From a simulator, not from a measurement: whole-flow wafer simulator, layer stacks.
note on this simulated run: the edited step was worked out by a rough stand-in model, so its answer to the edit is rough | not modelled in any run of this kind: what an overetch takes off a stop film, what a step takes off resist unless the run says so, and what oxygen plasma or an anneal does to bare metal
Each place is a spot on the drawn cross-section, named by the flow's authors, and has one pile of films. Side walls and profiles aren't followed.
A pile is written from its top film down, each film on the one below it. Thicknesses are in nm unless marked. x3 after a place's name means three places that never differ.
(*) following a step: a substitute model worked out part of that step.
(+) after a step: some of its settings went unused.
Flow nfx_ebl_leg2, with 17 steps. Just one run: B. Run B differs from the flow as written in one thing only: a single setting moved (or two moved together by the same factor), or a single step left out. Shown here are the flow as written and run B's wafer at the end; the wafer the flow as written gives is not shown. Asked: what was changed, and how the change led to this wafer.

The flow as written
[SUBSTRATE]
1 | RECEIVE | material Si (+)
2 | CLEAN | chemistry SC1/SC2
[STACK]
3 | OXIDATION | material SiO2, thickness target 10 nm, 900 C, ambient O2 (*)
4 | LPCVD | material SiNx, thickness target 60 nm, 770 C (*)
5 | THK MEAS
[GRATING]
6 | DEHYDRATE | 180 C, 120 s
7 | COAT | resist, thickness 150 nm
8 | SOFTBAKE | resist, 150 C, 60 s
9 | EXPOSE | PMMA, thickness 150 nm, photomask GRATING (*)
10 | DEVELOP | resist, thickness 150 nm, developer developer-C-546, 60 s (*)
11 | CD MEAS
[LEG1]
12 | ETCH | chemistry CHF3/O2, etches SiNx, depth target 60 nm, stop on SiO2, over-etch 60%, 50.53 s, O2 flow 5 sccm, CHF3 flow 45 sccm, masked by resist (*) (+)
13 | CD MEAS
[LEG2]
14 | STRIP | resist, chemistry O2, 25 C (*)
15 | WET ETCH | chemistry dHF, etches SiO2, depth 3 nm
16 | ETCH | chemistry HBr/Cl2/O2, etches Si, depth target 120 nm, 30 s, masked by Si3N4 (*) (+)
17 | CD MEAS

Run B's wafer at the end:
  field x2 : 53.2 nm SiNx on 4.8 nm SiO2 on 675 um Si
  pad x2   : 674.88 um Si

What caused this: step 3, OXIDATION: thickness target 4.8 nm was run, while the flow as written has thickness target 10 nm.
The wafer lets one read it off: field x2 has SiO2 4.8, and step 3 as written asks for 10 nm.

How this came from the change, step by step:
  3 | OXIDATION | material SiO2, thickness target 10 nm, 900 C, ambient O2 (*)
      field x2, pad x2: SiO2 gains 4.8 (new film), chemical SiO2 loses 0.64 (all of it), Si loses 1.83 (it would be, as written: SiO2 gains 10 (new film), chemical SiO2 loses 0.64 (all of it), Si loses 4.12)
  12 | ETCH | chemistry CHF3/O2, etches SiNx, depth target 60 nm, stop on SiO2, over-etch 60%, 50.53 s, O2 flow 5 sccm, CHF3 flow 45 sccm, masked by resist (*) (+)
      pad x2: SiNx loses 60 (all of it), SiO2 loses 4.8 (all of it) (it would be, as written: SiNx loses 60 (all of it), SiO2 loses 10 (all of it))
